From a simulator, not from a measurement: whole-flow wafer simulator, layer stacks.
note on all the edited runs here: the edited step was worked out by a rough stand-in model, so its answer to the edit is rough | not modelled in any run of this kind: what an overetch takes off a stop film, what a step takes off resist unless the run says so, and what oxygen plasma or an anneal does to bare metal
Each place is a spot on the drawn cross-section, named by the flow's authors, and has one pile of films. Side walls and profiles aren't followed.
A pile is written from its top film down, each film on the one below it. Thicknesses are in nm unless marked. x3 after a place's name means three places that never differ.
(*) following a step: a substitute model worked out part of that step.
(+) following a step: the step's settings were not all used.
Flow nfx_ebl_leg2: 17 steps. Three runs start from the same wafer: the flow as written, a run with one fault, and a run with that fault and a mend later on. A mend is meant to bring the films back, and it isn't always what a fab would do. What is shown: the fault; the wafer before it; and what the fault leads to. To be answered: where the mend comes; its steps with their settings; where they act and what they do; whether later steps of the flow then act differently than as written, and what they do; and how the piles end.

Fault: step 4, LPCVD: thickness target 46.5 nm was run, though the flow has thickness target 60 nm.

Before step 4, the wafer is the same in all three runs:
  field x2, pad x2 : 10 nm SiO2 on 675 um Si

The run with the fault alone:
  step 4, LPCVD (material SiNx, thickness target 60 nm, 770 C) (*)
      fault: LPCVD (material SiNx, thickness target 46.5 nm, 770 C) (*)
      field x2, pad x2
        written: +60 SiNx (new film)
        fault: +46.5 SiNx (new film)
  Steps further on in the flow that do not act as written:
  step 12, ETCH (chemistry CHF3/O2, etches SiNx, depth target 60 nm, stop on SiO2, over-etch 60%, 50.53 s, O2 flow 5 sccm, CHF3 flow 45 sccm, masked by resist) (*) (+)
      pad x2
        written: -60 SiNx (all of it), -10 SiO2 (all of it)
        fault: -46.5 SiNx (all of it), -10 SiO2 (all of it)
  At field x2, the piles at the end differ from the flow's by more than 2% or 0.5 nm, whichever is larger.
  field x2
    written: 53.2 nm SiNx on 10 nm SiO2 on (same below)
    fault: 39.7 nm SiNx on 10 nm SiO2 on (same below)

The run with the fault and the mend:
  The mend stands after step 5.
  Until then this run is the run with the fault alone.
  step 5a, LPCVD (material SiNx, thickness target 13.5 nm, 770 C) (*) (the flow's step 4 again, with other settings)
      field x2, pad x2
        +13.5 SiNx
  Later steps of the flow that are run all act as written at every place that is followed.
  By the end, the piles equal the flow's at every place that both follow.
